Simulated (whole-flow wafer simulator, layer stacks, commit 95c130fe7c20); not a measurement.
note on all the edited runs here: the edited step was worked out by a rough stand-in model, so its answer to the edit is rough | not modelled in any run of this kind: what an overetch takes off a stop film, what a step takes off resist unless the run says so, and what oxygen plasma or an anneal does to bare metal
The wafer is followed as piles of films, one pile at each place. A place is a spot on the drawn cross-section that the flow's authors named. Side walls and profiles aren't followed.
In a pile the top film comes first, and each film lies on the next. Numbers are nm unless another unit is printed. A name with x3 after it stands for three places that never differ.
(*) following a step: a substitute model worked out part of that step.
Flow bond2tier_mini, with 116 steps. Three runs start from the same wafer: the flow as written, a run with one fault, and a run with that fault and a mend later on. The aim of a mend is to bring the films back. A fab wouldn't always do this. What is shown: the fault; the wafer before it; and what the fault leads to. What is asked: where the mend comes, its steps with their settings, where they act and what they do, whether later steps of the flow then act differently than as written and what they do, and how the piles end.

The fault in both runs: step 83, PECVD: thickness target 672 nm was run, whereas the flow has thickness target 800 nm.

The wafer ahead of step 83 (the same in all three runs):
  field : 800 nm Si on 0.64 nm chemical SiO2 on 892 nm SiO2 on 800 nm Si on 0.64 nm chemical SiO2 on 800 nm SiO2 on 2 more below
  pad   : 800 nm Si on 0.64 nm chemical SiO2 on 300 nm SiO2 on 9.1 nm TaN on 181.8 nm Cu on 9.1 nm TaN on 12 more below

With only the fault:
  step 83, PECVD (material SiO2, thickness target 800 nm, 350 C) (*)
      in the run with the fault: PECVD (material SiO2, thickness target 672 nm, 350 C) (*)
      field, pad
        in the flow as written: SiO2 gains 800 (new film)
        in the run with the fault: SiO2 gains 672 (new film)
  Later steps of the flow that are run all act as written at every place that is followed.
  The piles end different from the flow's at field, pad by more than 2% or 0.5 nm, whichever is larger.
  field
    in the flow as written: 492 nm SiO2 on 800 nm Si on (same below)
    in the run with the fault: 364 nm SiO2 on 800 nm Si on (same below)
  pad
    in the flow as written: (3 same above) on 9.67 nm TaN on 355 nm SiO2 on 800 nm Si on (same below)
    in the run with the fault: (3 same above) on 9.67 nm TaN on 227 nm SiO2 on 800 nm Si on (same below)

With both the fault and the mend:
  The mend stands after step 83.
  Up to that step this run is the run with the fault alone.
  step 83a, PECVD (material SiO2, thickness target 128 nm, 350 C) (a further turn of the flow's step 83, with different settings)
      field, pad
        SiO2 gains 128
  Later steps of the flow that are run all act as written at every place that is followed.
  By the end, the piles equal the flow's at every place that both follow.
